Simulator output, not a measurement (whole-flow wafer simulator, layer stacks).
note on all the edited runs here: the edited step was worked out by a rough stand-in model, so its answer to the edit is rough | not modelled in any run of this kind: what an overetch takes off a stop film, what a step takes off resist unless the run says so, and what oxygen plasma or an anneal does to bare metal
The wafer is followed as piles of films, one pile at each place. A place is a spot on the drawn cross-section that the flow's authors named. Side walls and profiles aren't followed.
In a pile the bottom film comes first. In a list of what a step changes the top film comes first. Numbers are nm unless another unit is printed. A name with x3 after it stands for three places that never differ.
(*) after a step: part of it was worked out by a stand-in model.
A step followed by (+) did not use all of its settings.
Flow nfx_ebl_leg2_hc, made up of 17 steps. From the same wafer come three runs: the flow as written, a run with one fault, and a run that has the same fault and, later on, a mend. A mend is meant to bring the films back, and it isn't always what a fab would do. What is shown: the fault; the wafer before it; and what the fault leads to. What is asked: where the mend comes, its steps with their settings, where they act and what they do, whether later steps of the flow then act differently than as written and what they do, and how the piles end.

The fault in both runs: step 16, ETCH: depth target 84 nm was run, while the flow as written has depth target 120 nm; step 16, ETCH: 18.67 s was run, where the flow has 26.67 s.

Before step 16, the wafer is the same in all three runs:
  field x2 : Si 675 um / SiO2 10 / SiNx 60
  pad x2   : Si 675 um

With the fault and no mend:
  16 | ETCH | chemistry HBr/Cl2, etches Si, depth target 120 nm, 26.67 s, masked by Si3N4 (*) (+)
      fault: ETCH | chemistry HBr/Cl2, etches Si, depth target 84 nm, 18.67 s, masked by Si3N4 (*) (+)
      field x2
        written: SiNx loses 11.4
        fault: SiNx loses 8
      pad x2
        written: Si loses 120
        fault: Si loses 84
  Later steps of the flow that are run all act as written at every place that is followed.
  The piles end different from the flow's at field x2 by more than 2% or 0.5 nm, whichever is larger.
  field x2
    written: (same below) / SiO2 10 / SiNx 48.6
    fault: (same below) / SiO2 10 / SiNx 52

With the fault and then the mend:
  The mend follows step 17.
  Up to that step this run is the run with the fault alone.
  17a | ETCH | chemistry HBr/Cl2, etches Si, depth target 36 nm, 8 s, masked by Si3N4 (*) (+) (a further turn of the flow's step 16, with different settings)
      field x2
        SiNx loses 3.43
      pad x2
        Si loses 36
  Later steps of the flow that are run all act as written at every place that is followed.
  By the end, the piles equal the flow's at every place that both follow.
